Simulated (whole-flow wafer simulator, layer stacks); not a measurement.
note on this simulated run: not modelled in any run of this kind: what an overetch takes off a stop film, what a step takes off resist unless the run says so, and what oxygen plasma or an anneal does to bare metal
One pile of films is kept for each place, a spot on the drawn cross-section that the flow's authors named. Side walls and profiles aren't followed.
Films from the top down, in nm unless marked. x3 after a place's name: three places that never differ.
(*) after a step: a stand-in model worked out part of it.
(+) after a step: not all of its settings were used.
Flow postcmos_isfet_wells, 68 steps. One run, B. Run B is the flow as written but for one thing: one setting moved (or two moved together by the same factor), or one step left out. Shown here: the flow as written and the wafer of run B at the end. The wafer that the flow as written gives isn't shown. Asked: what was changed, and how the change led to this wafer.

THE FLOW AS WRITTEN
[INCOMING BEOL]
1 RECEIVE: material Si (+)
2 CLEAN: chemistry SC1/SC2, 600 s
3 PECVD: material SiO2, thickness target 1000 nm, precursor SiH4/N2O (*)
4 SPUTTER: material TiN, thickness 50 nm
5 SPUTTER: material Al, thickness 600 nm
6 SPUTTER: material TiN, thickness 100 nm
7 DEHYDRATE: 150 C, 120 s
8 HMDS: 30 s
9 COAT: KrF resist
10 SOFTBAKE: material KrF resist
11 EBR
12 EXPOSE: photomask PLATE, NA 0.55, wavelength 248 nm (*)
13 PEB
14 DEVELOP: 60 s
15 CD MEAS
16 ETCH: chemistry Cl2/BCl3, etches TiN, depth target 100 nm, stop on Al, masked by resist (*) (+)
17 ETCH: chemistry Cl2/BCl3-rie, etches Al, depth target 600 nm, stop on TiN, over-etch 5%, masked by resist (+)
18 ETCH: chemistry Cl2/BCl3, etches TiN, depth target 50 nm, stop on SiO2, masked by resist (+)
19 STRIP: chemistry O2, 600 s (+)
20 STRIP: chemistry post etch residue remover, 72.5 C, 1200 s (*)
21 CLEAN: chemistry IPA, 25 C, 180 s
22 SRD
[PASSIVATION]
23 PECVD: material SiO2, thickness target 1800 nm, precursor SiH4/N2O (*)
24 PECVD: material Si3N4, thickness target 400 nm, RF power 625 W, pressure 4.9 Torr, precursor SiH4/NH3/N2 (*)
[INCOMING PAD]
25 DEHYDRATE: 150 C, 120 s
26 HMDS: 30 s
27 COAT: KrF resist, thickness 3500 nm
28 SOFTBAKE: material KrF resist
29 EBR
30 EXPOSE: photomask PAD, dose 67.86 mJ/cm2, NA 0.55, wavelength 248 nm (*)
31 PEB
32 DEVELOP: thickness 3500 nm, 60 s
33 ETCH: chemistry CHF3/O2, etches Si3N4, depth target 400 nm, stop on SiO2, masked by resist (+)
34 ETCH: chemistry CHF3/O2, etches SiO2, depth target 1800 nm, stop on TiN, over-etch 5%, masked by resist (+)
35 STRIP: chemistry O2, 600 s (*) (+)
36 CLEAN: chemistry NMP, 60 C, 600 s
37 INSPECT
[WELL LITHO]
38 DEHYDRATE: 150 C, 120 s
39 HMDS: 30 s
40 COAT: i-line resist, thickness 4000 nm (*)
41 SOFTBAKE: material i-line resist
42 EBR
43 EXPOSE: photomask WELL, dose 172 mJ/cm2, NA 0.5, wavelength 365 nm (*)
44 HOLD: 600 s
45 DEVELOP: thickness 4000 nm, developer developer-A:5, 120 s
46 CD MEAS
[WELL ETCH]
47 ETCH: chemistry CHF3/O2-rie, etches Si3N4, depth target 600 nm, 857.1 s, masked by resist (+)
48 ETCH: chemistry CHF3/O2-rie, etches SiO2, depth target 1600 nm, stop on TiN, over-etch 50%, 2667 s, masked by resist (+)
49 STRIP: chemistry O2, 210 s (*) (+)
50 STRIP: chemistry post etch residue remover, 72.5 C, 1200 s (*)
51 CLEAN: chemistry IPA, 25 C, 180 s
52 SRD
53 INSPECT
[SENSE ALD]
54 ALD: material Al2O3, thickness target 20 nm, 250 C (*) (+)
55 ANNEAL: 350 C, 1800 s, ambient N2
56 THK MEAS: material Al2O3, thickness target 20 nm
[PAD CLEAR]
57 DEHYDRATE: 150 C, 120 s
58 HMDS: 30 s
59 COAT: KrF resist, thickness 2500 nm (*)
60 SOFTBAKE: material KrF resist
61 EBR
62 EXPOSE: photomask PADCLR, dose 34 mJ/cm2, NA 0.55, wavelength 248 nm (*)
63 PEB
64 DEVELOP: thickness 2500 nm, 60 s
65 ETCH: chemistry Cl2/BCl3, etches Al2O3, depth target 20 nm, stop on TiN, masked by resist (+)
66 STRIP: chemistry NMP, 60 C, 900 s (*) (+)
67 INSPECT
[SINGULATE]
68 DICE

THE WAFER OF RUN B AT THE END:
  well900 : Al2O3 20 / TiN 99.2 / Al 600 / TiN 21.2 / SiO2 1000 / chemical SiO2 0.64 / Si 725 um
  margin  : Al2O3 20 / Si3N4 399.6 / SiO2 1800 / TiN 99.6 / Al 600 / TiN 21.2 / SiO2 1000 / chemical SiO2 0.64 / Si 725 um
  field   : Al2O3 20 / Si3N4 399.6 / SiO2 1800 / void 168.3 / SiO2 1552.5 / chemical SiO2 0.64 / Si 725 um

The cause: step 4, SPUTTER: thickness 21.2 nm was run, where the flow has thickness 50 nm.
It can be read off the wafer: well900 has TiN 21.2, and step 4 as written asks for 50 nm.

How the change led to this, step by step:
  4 SPUTTER: material TiN, thickness 50 nm
      field, margin, well900, well1300 x3, pad_rim, pad_clr, pad_open: TiN +21.2 (new film) (as written it would be: TiN +50 (new film))
  18 ETCH: chemistry Cl2/BCl3, etches TiN, depth target 50 nm, stop on SiO2, masked by resist (+)
      margin, well900, well1300 x3, pad_rim, pad_clr, pad_open: KrF resist -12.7 (as written it would be: KrF resist -20)
      field: TiN -21.2 (all of it) (as written it would be: TiN -50 (all of it))
  23 PECVD: material SiO2, thickness target 1800 nm, precursor SiH4/N2O (*)
      field: SiO2 +1800 (new film), void +168.3 (new film), SiO2 +552.5 (as written it would be: SiO2 +1800 (new film), void +189.9 (new film), SiO2 +559.7)
